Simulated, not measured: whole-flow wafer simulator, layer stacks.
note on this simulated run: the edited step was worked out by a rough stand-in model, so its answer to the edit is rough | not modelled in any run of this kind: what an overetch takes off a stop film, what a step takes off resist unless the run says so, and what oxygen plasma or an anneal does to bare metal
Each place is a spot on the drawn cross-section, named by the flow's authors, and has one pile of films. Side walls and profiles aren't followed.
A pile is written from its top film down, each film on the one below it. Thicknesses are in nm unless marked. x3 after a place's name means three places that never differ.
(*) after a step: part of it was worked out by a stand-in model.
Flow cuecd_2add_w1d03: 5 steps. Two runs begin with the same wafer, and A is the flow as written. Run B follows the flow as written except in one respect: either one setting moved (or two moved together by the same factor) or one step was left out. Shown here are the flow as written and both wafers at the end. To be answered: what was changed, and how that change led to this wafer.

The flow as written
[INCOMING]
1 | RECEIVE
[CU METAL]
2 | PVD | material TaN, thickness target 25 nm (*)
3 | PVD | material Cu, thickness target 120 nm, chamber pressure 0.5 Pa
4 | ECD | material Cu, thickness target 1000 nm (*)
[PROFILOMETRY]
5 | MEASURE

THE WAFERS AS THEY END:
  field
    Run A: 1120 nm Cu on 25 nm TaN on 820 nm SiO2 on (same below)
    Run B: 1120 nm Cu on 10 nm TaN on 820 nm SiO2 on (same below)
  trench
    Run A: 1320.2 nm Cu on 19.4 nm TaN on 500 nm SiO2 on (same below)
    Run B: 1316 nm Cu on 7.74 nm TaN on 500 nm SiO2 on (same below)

The reason: step 2, PVD: thickness target 10 nm was run, while the flow as written has thickness target 25 nm.
The wafer lets one read it off: field has TaN 10, and step 2 as written asks for 25 nm.

How this came from the change, step by step:
  2 | PVD | material TaN, thickness target 25 nm (*)
      field: A TaN gains 25 (new film) | B TaN gains 10 (new film)
      trench: A TaN gains 19.4 (new film) | B TaN gains 7.74 (new film)
